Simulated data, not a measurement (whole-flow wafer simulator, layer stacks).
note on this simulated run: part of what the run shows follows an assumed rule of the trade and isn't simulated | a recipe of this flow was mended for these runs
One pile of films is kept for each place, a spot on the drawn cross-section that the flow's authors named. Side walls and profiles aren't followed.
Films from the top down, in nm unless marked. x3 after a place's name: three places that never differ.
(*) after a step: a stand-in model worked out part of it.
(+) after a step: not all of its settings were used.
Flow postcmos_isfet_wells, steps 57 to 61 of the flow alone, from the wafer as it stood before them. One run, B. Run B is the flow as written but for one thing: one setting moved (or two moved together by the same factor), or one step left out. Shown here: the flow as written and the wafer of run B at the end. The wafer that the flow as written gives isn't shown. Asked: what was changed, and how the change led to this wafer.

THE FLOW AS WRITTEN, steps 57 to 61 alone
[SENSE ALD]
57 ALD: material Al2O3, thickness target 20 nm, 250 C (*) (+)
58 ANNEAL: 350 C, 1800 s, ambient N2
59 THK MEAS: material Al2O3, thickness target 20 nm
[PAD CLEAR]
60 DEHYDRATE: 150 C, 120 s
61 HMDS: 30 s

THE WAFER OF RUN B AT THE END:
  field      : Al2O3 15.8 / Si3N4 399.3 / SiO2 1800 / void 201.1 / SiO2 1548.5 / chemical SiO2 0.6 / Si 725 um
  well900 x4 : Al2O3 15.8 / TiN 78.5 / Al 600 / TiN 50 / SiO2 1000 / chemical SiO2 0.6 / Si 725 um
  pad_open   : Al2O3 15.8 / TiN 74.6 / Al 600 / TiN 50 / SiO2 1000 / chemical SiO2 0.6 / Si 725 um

The cause: step 57, ALD: 400 C was run, where the flow has 250 C.

How the change led to this, step by step:
  57 ALD: material Al2O3, thickness target 20 nm, 250 C (*) (+)
      field, margin x3, well900 x4, pad_open: Al2O3 +15.8 (new film) (as written it would be: Al2O3 +20 (new film))
